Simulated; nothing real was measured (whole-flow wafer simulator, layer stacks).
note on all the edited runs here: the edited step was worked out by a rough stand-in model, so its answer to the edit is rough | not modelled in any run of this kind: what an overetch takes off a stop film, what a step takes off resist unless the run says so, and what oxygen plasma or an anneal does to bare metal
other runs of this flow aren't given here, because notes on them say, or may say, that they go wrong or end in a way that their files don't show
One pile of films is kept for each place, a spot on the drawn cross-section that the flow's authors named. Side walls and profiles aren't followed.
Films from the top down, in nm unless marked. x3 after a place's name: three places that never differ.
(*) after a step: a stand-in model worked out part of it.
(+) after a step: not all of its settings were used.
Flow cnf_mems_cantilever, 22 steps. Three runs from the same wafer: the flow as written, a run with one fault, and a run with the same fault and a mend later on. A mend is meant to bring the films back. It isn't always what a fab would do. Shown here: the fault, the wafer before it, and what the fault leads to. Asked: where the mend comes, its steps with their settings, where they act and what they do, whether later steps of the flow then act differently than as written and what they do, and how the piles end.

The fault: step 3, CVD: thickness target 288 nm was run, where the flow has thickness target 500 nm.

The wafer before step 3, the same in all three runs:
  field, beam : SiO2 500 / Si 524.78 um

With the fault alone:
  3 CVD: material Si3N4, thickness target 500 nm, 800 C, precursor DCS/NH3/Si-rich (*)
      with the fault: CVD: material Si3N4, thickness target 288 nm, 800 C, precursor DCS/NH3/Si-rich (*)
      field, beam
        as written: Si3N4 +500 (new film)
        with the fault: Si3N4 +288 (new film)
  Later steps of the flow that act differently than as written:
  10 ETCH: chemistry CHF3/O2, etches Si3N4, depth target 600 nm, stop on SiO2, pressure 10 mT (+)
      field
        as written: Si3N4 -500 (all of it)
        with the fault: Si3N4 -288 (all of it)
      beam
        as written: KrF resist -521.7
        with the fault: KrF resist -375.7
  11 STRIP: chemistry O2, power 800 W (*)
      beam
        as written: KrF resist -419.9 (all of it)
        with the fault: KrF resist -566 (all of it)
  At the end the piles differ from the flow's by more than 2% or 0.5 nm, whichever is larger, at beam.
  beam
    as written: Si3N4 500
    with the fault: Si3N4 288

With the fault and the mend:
  The mend comes after step 3.
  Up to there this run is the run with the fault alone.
  3a CVD: material Si3N4, thickness target 212 nm, 800 C, precursor DCS/NH3/Si-rich (*) (the flow's step 3 once more, with other settings)
      field, beam
        Si3N4 +212
  No later step of the flow acts differently than as written at any place that is followed.
  At the end the piles are the same as the flow's at every place that both follow.
